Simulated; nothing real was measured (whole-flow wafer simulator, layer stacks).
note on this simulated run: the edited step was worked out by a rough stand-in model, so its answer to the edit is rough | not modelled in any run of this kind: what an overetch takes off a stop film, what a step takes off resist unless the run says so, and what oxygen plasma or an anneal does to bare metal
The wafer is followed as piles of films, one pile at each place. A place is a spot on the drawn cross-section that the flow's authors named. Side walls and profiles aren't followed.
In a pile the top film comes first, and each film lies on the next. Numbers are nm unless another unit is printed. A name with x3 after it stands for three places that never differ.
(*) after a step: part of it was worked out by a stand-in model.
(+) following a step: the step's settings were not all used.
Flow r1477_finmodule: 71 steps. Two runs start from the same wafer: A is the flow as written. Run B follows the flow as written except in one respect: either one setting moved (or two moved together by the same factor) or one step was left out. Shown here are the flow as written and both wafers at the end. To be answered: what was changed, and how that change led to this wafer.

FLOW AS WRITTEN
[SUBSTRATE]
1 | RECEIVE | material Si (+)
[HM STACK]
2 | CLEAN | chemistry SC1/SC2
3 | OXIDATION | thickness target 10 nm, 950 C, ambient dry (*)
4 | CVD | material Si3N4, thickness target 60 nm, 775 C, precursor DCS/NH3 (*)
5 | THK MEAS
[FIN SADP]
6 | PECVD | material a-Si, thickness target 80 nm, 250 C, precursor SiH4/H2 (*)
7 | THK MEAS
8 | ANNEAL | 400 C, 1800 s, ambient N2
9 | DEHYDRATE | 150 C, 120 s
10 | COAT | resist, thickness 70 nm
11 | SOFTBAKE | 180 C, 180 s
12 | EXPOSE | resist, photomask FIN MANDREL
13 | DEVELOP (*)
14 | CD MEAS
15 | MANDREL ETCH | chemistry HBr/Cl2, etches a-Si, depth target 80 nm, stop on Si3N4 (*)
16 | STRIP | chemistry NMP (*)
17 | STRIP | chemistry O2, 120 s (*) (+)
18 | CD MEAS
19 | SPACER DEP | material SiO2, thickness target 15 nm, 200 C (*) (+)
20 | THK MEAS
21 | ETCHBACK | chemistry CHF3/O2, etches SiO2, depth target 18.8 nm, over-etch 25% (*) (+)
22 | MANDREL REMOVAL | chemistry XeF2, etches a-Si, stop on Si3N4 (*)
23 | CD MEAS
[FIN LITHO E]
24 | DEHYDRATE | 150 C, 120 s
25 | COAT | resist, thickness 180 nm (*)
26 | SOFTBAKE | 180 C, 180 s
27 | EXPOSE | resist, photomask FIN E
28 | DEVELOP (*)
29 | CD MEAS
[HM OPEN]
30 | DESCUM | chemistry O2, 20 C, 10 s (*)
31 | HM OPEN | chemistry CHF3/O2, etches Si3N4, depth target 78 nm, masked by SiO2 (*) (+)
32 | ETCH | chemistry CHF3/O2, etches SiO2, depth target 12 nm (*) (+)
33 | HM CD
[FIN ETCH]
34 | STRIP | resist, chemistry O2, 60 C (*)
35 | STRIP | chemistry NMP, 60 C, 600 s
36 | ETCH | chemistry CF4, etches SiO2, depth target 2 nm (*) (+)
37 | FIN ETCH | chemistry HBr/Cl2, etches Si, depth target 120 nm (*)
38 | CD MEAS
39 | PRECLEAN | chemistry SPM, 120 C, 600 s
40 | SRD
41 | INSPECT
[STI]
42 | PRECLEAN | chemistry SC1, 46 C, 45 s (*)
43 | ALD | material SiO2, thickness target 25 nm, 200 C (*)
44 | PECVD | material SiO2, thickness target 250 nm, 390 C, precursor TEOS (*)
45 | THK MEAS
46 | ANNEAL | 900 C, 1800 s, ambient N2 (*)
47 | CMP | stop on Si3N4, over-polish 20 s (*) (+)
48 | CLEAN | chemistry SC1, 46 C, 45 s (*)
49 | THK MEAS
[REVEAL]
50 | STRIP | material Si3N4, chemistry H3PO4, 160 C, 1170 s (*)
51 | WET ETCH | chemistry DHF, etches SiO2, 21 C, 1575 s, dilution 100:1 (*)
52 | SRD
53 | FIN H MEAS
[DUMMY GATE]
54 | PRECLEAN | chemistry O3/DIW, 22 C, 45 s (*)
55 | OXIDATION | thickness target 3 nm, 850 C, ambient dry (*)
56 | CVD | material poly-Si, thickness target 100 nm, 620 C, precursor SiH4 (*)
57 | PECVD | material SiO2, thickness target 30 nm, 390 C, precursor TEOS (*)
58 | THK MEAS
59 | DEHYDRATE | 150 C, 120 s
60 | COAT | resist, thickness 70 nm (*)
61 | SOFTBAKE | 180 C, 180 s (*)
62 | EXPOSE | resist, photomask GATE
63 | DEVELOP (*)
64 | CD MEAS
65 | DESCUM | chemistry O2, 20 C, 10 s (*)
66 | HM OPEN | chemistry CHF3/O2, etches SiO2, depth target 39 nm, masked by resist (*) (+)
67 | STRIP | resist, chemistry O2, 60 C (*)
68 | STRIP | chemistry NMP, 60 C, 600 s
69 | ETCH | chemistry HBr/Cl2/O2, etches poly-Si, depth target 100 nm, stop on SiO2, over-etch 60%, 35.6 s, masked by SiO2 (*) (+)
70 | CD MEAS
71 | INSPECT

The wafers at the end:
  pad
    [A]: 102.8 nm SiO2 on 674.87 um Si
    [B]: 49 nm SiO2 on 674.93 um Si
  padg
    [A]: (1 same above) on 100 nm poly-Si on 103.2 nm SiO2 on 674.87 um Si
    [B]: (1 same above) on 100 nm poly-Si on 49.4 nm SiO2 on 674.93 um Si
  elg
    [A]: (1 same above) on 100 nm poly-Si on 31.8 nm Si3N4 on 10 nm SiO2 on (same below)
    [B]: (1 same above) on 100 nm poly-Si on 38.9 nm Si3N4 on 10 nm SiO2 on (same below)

Cause: step 37, FIN ETCH: depth target 66 nm was run, though the flow has depth target 120 nm.

The path from the change to this, step by step:
  37 | FIN ETCH | chemistry HBr/Cl2, etches Si, depth target 120 nm (*)
      pad, padg, esg and 19 more: A -120 Si | B -66 Si
      elg, e40lg, e100lg, e200lg, elo, e40lo, e100lo, e200lo: A -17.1 Si3N4 | B -9.43 Si3N4
      (also at 6 further places)
  43 | ALD | material SiO2, thickness target 25 nm, 200 C (*)
      s40cg, s45cg, s50cg, s40co, s45co, s50co: A +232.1 SiO2 (new film) | B +182.3 SiO2 (new film)
      esg: A +194.3 SiO2 (new film) | B +148 SiO2 (new film)
  47 | CMP | stop on Si3N4, over-polish 20 s (*) (+)
      pad, padg, e40sg and 11 more: A -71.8 SiO2 | B -125.8 SiO2
      elg, esg, e40lg and 6 more: A -241.6 SiO2 | B -249.3 SiO2
      (also at 1 further place)
  51 | WET ETCH | chemistry DHF, etches SiO2, 21 C, 1575 s, dilution 100:1 (*)
      elg, e40lg, e100lg, e200lg, elo, e40lo, e100lo, e200lo: A -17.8 SiO2 (all of it), -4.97 Si3N4 | B -10.1 SiO2 (all of it), -5.6 Si3N4
  56 | CVD | material poly-Si, thickness target 100 nm, 620 C, precursor SiH4 (*)
      esg: A +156 poly-Si (new film) | B +163 poly-Si (new film)
  60 | COAT | resist, thickness 70 nm (*)
      e40sg, eso, e40so: A +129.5 resist (new film) | B +136.1 resist (new film)
      e100sg, e100so: A +129.4 resist (new film) | B +136.1 resist (new film)
      (also at 2 further places)
  63 | DEVELOP (*)
      eso, e40so: A -129.5 resist (all of it) | B -136.1 resist (all of it)
      e100so: A -129.4 resist (all of it) | B -136.1 resist (all of it)
      (also at 1 further place)
  67 | STRIP | resist, chemistry O2, 60 C (*)
      e40sg: A -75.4 resist (all of it) | B -82 resist (all of it)
      e100sg: A -75.3 resist (all of it) | B -82 resist (all of it)
      (also at 1 further place)
